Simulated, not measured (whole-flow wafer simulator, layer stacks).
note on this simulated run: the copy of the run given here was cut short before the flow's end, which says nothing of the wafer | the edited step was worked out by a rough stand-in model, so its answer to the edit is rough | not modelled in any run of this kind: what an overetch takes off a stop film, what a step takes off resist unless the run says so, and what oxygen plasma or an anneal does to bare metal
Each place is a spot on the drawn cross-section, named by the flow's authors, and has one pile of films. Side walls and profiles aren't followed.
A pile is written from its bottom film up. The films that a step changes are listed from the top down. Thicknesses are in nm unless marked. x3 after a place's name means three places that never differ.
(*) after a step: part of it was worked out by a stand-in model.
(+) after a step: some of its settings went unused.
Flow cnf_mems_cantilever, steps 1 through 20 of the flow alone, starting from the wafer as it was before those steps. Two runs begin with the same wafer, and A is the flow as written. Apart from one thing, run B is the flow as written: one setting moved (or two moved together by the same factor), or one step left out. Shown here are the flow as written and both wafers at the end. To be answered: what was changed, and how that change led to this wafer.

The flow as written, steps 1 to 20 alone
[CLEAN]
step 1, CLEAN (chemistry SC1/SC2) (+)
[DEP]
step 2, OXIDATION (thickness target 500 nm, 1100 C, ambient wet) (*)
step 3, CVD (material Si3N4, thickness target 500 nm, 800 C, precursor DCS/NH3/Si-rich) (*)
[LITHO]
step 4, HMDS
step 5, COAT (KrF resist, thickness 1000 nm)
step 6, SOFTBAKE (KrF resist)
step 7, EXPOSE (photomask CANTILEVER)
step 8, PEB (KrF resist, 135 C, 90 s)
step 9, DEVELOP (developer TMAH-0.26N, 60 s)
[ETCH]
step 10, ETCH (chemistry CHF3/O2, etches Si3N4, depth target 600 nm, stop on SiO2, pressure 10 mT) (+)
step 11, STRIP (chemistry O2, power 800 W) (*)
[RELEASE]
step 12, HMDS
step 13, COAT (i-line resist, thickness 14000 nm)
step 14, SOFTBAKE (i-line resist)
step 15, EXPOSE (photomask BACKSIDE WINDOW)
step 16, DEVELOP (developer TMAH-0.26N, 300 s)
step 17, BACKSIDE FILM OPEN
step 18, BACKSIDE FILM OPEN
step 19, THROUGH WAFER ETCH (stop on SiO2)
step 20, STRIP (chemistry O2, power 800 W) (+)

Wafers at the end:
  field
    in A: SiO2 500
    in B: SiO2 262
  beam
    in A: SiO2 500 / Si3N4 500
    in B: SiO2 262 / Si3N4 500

Cause: step 2, OXIDATION: thickness target 262 nm was run, whereas the flow has thickness target 500 nm.
One can read it off the wafer: field has SiO2 262, and step 2 as written asks for 500 nm.

Step by step, how the change led to this:
  step 2, OXIDATION (thickness target 500 nm, 1100 C, ambient wet) (*)
      field, beam: A SiO2 gains 500 (new film), chemical SiO2 loses 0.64 (all of it), Si loses 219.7 | B SiO2 gains 262 (new film), chemical SiO2 loses 0.64 (all of it), Si loses 115
  step 19, THROUGH WAFER ETCH (stop on SiO2)
      field: A under 1 film: Si loses 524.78 um (all of it) | B under 1 film: Si loses 524.89 um (all of it)
      beam: A under 2 films: Si loses 524.78 um (all of it) | B under 2 films: Si loses 524.89 um (all of it)
